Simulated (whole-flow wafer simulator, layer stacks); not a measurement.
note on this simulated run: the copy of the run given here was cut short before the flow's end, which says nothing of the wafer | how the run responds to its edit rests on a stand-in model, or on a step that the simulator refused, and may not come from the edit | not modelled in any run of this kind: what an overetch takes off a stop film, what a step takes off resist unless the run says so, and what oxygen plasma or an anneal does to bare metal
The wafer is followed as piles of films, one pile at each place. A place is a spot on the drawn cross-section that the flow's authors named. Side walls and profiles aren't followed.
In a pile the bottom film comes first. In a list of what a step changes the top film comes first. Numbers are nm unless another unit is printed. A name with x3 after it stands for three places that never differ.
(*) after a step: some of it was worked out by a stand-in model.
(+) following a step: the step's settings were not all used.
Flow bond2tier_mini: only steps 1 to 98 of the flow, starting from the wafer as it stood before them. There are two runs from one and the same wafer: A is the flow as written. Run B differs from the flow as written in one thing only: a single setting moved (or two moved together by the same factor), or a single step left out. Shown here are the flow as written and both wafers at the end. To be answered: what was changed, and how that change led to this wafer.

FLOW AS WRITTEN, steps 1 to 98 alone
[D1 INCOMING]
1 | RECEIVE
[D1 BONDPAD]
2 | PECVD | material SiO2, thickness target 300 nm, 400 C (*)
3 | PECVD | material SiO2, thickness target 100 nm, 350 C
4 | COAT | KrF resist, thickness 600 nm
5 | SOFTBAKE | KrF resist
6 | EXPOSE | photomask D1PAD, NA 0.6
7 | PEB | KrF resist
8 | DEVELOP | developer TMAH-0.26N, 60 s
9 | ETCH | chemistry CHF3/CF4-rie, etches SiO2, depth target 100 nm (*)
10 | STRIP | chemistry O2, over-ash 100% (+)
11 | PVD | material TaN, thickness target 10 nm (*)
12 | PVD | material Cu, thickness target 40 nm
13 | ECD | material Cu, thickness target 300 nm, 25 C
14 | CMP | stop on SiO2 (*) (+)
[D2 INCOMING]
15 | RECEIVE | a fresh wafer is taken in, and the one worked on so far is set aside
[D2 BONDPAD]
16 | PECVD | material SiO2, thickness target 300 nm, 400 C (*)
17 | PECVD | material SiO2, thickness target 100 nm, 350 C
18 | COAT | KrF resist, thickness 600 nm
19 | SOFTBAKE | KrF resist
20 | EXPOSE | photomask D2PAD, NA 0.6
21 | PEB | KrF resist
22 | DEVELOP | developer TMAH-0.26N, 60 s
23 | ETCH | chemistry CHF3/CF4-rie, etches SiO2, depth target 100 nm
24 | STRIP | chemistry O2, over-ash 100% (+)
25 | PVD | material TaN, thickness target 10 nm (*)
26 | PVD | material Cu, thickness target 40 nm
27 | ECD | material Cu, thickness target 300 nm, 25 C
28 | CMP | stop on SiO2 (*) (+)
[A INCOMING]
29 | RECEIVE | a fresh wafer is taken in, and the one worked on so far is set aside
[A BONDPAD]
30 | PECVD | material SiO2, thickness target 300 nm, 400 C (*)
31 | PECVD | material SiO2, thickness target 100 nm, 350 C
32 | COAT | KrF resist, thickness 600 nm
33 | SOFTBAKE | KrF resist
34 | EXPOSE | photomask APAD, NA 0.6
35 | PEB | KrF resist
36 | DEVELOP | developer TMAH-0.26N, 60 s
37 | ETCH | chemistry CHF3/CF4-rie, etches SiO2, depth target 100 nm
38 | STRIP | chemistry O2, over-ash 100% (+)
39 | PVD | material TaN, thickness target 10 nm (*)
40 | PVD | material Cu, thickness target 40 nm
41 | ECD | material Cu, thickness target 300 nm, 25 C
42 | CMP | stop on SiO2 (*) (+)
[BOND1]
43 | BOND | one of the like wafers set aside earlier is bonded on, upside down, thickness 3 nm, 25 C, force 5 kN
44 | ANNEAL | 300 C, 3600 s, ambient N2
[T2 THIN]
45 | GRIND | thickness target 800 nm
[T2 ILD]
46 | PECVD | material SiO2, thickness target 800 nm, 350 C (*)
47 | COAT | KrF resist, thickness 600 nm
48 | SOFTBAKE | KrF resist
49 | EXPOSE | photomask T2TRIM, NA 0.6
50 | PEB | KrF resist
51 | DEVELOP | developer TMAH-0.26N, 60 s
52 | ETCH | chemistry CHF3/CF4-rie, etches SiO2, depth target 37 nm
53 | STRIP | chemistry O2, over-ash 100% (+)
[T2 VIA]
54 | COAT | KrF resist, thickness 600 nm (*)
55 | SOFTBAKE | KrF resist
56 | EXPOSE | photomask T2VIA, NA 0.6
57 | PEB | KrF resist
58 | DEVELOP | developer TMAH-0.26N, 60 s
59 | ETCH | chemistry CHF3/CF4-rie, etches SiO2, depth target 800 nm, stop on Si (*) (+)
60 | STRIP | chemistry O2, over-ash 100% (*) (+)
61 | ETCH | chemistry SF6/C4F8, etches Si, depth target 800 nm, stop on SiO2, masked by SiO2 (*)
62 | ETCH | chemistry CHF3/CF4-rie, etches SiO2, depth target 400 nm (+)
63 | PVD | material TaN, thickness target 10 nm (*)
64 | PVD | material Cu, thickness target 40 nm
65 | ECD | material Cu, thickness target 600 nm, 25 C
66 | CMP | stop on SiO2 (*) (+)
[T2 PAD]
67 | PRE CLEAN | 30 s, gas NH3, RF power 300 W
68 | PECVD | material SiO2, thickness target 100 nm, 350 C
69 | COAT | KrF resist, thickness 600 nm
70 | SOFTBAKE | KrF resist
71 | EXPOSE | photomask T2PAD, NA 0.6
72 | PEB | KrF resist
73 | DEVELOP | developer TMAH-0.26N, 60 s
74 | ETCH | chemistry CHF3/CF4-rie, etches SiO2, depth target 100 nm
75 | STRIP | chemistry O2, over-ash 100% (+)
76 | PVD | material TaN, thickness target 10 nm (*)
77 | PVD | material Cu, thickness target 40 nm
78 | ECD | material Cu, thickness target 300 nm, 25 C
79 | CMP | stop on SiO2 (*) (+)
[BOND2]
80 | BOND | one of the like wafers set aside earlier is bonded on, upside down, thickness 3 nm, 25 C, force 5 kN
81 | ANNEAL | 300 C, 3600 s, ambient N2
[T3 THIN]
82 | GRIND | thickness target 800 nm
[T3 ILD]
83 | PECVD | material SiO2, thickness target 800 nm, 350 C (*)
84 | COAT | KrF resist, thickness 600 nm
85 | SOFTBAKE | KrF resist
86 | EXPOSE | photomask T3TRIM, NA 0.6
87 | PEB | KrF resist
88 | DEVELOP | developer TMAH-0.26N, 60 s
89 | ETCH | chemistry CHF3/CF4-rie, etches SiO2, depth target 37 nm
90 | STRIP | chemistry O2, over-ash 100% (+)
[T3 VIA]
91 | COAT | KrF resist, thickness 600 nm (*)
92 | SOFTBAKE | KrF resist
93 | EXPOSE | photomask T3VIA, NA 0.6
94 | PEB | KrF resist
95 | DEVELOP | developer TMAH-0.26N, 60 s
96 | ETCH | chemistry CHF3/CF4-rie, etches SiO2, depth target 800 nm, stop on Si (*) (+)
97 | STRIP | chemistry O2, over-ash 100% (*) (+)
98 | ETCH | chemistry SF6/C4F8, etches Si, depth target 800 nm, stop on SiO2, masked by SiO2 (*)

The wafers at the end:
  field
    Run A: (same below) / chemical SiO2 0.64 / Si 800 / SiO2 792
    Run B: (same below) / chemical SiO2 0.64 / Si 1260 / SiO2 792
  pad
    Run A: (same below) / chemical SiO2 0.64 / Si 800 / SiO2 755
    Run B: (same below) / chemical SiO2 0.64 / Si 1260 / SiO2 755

The reason: step 82, GRIND: thickness target 1260 nm was run, though the flow has thickness target 800 nm.
One can read it off the wafer: field has Si 1260, and step 82 as written asks for 800 nm.

Step by step, how the change led to this:
  82 | GRIND | thickness target 800 nm
      field, pad: A Si loses 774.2 um | B Si loses 773.74 um
